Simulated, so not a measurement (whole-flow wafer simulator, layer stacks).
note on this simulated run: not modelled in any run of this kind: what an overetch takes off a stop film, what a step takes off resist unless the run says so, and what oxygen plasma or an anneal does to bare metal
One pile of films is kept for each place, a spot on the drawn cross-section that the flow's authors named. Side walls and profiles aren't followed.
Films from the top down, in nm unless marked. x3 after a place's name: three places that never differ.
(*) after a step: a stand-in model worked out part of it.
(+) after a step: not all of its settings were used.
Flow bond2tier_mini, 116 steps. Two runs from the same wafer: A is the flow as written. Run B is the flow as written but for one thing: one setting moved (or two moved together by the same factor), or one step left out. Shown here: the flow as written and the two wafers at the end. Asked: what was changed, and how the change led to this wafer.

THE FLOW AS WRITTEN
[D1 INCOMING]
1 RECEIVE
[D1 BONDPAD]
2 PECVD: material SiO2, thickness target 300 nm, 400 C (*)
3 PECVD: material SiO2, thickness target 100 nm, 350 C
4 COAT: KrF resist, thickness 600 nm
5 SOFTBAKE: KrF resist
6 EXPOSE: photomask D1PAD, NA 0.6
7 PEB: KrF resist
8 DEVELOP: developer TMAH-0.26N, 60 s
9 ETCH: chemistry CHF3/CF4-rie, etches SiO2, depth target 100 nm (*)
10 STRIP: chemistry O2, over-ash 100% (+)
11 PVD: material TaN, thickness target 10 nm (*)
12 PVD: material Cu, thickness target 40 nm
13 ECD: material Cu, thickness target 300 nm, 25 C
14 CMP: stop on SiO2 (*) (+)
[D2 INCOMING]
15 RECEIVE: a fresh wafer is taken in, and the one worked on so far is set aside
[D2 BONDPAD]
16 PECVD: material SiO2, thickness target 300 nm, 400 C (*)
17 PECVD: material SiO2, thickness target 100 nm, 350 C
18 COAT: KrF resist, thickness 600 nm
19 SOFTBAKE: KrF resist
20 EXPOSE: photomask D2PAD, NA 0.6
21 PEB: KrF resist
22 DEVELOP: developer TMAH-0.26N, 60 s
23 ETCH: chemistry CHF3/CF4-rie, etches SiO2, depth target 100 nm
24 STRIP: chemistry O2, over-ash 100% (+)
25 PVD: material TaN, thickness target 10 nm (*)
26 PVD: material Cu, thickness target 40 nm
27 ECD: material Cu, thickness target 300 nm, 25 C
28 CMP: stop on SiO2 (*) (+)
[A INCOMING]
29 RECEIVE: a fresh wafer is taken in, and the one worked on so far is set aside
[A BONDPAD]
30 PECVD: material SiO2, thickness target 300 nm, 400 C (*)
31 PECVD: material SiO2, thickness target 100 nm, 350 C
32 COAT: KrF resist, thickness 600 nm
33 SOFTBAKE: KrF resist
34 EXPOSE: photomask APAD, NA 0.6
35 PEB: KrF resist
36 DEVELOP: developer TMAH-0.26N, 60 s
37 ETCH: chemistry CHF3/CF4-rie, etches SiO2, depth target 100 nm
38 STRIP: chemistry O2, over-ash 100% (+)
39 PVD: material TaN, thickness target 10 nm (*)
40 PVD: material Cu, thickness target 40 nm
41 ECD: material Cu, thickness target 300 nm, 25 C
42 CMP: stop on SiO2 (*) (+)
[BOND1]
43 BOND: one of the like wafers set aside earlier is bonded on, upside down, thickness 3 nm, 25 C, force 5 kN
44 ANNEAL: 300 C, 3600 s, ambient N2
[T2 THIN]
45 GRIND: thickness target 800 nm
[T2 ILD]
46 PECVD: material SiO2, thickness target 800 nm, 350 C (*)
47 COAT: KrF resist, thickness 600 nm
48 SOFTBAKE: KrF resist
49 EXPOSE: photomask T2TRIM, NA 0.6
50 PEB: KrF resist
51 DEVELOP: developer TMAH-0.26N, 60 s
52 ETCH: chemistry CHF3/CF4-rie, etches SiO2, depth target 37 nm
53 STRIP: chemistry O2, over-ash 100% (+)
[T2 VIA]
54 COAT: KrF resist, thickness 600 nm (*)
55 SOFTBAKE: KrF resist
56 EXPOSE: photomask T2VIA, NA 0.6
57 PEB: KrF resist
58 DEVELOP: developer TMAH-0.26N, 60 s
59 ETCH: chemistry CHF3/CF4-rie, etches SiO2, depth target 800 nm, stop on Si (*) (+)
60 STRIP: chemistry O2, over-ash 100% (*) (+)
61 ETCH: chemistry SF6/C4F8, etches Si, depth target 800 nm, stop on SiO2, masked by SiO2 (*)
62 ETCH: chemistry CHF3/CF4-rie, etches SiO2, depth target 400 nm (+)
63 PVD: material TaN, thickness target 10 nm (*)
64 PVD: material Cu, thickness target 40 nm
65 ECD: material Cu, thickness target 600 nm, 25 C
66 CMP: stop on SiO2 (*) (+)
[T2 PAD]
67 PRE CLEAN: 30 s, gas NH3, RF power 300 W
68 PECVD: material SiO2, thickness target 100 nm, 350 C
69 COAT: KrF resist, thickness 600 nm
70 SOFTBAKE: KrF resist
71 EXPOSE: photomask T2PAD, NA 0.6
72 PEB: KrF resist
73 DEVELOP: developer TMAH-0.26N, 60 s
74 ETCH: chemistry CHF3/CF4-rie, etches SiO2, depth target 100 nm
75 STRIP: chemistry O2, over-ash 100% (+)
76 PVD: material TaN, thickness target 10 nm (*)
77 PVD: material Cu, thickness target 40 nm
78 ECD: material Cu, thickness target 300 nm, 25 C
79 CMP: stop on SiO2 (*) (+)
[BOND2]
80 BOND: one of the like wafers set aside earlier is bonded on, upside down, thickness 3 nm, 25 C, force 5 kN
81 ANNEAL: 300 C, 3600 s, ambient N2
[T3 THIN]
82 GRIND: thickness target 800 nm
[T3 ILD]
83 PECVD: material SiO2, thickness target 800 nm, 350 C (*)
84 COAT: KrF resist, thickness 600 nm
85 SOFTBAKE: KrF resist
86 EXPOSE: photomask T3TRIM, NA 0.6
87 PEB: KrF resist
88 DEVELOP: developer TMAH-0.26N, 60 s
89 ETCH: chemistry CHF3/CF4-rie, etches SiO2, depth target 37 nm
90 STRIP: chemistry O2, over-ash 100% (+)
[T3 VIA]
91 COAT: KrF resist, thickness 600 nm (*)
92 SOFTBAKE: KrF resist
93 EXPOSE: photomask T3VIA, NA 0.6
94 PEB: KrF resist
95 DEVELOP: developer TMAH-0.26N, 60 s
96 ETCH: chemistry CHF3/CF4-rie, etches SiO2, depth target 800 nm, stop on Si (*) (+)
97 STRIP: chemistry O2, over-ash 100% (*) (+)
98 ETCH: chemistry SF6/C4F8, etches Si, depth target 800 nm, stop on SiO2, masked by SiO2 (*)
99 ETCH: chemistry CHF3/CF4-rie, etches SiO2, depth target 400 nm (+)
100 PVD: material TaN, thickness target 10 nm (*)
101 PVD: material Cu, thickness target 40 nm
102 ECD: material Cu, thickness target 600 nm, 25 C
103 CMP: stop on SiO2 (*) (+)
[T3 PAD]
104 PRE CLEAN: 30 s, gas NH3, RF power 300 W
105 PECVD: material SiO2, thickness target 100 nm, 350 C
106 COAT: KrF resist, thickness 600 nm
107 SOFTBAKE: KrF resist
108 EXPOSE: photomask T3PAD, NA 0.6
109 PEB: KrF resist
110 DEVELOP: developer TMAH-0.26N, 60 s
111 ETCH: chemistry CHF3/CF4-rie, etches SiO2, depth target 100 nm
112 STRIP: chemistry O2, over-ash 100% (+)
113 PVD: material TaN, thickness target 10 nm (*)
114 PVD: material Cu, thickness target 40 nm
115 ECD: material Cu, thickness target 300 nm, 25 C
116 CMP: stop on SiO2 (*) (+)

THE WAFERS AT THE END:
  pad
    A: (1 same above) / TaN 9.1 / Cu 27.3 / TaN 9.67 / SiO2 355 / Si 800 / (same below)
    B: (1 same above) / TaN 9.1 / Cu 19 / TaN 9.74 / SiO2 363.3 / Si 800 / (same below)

The cause: step 89, ETCH: depth target 28.7 nm was run, where the flow has depth target 37 nm.

How the change led to this, step by step:
  89 ETCH: chemistry CHF3/CF4-rie, etches SiO2, depth target 37 nm
      field: A KrF resist -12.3 | B KrF resist -9.57
      pad: A SiO2 -37 | B SiO2 -28.7
